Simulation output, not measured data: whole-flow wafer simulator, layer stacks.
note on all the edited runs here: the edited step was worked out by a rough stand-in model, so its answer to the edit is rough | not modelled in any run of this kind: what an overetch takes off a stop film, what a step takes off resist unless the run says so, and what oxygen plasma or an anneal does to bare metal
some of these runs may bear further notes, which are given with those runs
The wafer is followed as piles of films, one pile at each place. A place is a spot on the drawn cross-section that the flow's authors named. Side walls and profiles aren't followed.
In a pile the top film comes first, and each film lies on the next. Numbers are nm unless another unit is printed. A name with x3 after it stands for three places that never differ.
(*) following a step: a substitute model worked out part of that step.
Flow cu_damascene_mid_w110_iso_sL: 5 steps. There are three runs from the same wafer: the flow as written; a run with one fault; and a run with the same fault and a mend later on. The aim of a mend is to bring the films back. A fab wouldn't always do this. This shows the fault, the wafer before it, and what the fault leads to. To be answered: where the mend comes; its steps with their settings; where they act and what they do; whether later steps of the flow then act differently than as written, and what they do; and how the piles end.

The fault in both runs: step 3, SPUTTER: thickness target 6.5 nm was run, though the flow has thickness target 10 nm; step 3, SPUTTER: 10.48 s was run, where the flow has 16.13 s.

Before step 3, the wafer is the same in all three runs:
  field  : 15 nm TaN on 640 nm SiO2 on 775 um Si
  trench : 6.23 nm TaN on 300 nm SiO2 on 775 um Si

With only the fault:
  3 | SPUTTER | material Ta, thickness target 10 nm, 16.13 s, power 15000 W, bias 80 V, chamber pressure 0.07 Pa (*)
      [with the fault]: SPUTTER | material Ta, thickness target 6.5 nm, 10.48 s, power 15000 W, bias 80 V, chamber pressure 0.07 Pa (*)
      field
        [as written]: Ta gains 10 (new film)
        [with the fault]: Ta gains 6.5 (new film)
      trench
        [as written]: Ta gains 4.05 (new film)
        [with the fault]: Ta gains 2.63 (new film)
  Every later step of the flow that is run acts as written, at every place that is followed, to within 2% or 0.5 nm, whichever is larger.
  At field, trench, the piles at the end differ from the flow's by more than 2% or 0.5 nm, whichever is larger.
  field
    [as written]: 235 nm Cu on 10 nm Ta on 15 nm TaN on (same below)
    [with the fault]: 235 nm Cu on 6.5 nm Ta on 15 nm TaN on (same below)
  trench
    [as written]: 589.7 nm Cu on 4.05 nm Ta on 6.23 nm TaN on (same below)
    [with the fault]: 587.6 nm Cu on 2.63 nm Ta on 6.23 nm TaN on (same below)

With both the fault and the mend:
  After step 3 comes the mend.
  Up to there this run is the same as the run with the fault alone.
  3a | SPUTTER | material Ta, thickness target 3.5 nm, 5.646 s, power 15000 W, bias 80 V, chamber pressure 0.07 Pa (*) (a further turn of the flow's step 3, with different settings)
      field
        Ta gains 3.5
      trench
        Ta gains 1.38
  Every later step of the flow that is run acts as written at every place that is followed.
  The piles end only slightly different from the flow's at the places that both follow, by no more than 2% or 0.5 nm, whichever is larger.
